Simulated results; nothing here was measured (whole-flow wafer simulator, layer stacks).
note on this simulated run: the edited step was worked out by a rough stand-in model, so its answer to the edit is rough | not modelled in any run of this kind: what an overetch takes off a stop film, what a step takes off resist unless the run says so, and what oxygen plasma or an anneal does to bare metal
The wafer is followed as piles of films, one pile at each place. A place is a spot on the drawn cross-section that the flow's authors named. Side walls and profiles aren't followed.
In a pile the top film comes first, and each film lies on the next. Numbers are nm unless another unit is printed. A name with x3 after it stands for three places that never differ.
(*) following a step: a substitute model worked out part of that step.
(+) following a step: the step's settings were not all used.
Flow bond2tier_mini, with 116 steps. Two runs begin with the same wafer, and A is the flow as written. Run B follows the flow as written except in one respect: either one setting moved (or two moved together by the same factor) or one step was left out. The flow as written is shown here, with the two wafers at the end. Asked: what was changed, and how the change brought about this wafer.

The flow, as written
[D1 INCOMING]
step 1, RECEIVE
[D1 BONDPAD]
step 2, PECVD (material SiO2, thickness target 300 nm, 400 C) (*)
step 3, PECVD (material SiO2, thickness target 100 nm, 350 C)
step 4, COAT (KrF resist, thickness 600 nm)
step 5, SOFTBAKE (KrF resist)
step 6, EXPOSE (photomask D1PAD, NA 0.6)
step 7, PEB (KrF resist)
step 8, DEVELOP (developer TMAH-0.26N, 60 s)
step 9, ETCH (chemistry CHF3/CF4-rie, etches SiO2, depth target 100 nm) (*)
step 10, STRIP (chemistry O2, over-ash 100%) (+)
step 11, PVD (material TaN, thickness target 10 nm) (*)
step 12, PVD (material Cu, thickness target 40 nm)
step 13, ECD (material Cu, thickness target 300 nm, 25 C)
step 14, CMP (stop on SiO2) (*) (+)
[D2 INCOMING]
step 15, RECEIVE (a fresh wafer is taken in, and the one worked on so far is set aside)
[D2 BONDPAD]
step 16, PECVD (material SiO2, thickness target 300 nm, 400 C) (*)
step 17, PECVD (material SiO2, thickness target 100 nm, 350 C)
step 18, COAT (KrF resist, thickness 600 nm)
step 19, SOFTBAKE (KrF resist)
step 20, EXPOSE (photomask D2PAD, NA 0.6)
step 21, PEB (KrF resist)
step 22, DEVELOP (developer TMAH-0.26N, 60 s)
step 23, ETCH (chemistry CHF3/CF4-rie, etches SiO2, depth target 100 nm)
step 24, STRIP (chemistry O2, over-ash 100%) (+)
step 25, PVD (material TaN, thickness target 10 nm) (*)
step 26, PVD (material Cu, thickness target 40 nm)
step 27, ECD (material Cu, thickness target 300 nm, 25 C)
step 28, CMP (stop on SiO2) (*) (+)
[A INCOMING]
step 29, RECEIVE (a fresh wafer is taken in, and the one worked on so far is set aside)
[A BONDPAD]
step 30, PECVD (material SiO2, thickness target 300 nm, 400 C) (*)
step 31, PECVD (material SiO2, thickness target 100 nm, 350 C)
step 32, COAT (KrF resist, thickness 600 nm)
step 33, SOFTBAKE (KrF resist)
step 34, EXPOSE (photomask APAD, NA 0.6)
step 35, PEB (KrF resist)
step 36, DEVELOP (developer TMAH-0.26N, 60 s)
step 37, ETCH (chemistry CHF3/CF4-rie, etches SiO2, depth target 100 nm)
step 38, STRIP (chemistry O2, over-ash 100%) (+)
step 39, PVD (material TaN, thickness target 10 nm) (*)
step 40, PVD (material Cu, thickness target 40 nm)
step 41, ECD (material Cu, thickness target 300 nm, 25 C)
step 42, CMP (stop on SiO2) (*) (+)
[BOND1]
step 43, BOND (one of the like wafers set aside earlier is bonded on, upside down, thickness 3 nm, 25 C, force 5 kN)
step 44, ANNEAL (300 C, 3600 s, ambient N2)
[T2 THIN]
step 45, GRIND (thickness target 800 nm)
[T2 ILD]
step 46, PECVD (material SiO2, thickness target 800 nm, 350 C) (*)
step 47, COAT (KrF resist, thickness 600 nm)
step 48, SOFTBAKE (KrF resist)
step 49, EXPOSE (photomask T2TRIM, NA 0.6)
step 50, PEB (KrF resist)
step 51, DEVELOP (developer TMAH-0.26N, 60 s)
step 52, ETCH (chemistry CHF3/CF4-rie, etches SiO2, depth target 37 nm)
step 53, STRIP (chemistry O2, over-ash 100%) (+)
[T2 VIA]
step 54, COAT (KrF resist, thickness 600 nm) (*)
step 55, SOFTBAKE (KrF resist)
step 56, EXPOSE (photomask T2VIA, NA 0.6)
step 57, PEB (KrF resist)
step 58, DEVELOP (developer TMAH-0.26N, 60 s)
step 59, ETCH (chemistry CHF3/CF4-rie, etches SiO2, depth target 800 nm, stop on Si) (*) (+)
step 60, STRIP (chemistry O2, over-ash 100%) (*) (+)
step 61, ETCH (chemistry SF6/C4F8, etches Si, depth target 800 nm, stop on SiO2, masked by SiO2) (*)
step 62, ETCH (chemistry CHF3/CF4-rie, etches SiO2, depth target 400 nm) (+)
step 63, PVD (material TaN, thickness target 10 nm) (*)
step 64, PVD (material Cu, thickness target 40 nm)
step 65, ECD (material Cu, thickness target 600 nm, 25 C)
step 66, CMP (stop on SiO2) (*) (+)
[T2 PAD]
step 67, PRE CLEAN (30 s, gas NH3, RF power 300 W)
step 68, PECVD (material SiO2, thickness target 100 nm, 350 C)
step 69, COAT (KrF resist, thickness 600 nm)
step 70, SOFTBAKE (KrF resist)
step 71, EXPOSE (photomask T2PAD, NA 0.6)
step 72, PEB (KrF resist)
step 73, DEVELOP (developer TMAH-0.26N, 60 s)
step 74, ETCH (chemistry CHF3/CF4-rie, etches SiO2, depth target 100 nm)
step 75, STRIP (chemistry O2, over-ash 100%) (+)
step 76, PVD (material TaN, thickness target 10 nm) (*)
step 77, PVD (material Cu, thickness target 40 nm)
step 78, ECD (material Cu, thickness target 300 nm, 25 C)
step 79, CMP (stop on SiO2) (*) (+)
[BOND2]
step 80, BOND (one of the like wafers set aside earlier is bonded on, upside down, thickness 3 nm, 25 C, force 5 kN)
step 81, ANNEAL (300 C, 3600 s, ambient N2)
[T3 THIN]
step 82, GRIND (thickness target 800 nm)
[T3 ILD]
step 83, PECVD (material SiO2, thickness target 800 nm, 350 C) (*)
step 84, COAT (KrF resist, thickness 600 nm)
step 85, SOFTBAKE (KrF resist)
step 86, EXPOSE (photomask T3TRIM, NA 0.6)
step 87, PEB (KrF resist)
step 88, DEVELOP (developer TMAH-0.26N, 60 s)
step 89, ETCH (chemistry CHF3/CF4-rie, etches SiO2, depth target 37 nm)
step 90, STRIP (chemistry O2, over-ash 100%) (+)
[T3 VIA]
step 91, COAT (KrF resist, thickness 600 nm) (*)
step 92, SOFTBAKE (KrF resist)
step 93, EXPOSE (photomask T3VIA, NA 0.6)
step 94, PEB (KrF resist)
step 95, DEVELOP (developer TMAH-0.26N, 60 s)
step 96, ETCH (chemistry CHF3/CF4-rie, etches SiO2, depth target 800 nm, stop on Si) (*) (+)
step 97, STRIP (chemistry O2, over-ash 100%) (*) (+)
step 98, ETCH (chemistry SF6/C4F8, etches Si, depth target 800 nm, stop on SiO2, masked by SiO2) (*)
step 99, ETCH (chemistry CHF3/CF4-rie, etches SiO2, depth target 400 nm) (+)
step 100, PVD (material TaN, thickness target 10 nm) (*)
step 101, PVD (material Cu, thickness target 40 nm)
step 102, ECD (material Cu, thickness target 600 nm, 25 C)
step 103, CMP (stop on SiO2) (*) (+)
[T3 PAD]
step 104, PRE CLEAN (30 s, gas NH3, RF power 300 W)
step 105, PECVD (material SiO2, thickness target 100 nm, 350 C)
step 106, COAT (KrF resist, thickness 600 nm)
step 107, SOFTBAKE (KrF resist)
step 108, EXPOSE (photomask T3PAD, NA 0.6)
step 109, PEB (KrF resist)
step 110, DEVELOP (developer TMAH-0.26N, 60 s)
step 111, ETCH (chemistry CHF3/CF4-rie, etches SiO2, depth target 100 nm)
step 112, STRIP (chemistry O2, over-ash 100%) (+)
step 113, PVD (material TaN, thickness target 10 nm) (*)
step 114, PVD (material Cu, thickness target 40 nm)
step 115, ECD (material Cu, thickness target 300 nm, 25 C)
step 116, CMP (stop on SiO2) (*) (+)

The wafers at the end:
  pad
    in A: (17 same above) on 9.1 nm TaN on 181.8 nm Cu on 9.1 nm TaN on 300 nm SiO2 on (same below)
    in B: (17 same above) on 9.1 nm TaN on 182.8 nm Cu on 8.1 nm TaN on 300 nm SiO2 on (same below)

What caused this: step 39, PVD: thickness target 8.9 nm was run, though the flow has thickness target 10 nm.

How this came from the change, step by step:
  step 39, PVD (material TaN, thickness target 10 nm) (*)
      field: A TaN gains 10 (new film) | B TaN gains 8.9 (new film)
      pad: A TaN gains 9.1 (new film) | B TaN gains 8.1 (new film)
      (and at 1 other place as well)
  step 42, CMP (stop on SiO2) (*) (+)
      field: A Cu loses 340 (all of it), TaN loses 10 (all of it) | B Cu loses 340 (all of it), TaN loses 8.9 (all of it)
